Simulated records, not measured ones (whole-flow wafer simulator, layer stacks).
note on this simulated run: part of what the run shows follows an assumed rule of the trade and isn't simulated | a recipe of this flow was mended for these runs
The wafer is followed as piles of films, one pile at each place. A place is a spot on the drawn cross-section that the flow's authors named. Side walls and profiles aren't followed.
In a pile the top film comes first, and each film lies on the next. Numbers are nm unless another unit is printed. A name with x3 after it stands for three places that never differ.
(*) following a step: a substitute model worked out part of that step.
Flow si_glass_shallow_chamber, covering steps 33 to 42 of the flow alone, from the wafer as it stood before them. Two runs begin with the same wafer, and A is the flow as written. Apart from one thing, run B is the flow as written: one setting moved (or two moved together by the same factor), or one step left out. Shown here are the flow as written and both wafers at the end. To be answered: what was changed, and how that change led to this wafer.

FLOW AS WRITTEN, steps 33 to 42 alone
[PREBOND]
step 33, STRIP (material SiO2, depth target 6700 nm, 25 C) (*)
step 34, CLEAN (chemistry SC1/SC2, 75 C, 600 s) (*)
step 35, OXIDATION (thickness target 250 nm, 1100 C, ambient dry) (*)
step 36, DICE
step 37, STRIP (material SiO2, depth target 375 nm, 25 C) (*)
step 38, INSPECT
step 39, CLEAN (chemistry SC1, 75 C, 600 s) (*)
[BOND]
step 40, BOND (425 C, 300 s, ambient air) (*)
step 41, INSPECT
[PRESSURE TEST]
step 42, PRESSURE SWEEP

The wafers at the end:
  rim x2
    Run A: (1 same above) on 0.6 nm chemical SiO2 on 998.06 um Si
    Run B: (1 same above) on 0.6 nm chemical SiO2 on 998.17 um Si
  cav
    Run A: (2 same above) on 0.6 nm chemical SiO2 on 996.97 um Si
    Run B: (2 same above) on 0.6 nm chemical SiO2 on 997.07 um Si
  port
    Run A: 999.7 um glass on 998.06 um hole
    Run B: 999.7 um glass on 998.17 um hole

What caused this: step 35, OXIDATION: 770 C was run, though the flow has 1100 C.

Step by step, how the change led to this:
  step 35, OXIDATION (thickness target 250 nm, 1100 C, ambient dry) (*)
      rim x2, cav, septum, ring: A +250 SiO2 (new film), -0.6 chemical SiO2 (all of it), -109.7 Si | B +10.6 SiO2 (new film), -0.6 chemical SiO2 (all of it), -4.39 Si
  step 37, STRIP (material SiO2, depth target 375 nm, 25 C) (*)
      rim x2, cav, septum, ring: A -250 SiO2 (all of it) | B -10.6 SiO2 (all of it)
  step 40, BOND (425 C, 300 s, ambient air) (*)
      port: A +999.7 um glass (new film), +1017.3 hole | B +999.7 um glass (new film), +1122.6 hole
